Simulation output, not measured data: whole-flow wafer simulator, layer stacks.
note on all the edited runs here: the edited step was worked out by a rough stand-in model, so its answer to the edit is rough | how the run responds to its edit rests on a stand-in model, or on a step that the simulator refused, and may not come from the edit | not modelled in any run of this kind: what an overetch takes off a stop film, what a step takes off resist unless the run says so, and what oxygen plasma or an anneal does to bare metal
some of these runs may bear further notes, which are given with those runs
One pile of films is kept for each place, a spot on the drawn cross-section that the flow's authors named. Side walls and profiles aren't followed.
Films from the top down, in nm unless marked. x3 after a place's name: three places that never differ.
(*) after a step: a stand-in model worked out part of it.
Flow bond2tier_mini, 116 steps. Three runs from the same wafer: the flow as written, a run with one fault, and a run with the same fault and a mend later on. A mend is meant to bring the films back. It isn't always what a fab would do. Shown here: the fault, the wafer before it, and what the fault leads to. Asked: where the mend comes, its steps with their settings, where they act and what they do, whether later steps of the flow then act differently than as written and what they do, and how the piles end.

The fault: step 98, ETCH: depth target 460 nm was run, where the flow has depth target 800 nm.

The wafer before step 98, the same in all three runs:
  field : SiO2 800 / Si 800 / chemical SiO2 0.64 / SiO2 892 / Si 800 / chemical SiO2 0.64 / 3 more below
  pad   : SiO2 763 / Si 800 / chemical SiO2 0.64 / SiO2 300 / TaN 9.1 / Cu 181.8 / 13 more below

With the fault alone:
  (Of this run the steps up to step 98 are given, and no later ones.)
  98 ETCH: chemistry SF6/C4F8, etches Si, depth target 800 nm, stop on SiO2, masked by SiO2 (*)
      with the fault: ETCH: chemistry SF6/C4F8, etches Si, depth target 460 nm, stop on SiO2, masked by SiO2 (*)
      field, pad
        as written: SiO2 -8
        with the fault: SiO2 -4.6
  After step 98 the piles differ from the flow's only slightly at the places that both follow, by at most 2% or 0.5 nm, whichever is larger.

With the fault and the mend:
  The mend comes after step 98.
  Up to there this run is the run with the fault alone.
  98a ETCH: chemistry SF6/C4F8, etches Si, depth target 340 nm, stop on SiO2, masked by SiO2 (*) (the flow's step 98 once more, with other settings)
      field, pad
        SiO2 -3.4
  No later step of the flow acts differently than as written at any place that is followed.
  At the end the piles are the same as the flow's at every place that both follow.
